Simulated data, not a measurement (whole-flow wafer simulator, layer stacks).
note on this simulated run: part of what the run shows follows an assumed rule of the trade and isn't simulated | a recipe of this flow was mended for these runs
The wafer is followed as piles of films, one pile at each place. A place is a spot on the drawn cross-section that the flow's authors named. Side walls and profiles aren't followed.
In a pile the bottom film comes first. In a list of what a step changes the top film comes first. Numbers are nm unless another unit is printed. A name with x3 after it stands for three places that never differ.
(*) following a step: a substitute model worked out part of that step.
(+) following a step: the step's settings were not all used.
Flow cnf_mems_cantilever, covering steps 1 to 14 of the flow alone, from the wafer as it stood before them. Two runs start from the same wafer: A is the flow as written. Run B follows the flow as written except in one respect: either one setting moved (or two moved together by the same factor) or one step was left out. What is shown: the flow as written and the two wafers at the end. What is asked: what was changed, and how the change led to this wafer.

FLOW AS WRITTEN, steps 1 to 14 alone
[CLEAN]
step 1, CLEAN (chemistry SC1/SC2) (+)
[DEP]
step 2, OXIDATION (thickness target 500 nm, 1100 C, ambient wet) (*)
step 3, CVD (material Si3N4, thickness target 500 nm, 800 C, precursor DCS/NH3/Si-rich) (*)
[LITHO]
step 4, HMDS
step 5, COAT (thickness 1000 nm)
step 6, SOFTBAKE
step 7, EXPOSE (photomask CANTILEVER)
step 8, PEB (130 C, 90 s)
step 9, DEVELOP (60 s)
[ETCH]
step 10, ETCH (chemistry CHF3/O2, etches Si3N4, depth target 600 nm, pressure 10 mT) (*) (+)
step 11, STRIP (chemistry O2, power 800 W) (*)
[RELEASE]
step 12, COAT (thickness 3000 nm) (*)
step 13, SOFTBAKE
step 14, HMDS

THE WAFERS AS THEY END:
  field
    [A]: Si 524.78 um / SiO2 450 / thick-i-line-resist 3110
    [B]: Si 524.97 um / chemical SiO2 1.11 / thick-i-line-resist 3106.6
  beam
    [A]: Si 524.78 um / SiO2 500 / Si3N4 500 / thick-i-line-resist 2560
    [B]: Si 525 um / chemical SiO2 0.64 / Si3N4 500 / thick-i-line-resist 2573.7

Cause: step 2, OXIDATION: thickness target 500 nm, 1100 C, ambient wet (*), was skipped.

How this came from the change, step by step:
  step 10, ETCH (chemistry CHF3/O2, etches Si3N4, depth target 600 nm, pressure 10 mT) (*) (+)
      field: A -500 Si3N4 (all of it), -50 SiO2 | B -500 Si3N4 (all of it), -0.64 chemical SiO2 (all of it), -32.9 Si
  step 11, STRIP (chemistry O2, power 800 W) (*)
      field: A nothing | B +1.11 chemical SiO2 (new film), -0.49 Si
  step 13, SOFTBAKE
      beam: A -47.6 thick-i-line-resist | B -45.8 thick-i-line-resist
